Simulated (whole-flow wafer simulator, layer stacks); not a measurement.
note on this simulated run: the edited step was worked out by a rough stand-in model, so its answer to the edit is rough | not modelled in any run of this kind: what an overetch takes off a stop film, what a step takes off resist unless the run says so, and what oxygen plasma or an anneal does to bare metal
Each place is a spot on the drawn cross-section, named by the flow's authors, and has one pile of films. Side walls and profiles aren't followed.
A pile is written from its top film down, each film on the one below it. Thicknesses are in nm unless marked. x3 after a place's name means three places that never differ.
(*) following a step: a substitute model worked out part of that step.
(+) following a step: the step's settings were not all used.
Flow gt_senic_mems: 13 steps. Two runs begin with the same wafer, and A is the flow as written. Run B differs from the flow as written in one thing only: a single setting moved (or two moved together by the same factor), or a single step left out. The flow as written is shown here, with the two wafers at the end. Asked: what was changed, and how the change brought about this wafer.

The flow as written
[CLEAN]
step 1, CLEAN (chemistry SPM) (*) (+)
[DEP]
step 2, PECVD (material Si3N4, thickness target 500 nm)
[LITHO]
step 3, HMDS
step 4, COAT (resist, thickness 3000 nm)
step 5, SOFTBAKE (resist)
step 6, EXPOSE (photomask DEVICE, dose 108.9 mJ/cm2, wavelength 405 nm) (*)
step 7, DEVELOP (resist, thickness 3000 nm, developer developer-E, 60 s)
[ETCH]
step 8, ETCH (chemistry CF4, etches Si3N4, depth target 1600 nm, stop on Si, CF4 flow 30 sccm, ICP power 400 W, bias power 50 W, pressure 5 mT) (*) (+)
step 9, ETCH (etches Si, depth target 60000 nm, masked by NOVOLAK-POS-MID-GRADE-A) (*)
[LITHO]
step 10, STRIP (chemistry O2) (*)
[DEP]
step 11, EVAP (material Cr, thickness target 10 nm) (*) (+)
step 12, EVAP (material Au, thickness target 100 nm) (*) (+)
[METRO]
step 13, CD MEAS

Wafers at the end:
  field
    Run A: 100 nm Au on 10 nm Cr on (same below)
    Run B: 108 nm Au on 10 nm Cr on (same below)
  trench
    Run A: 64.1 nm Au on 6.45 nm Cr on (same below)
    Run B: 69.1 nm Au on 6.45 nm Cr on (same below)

What caused this: step 12, EVAP: thickness target 108 nm was run, though the flow has thickness target 100 nm.
The wafer itself shows it: field has Au 108, and step 12 as written asks for 100 nm.

How this came from the change, step by step:
  step 12, EVAP (material Au, thickness target 100 nm) (*) (+)
      field: A +100 Au (new film) | B +108 Au (new film)
      trench: A +64.1 Au (new film) | B +69.1 Au (new film)
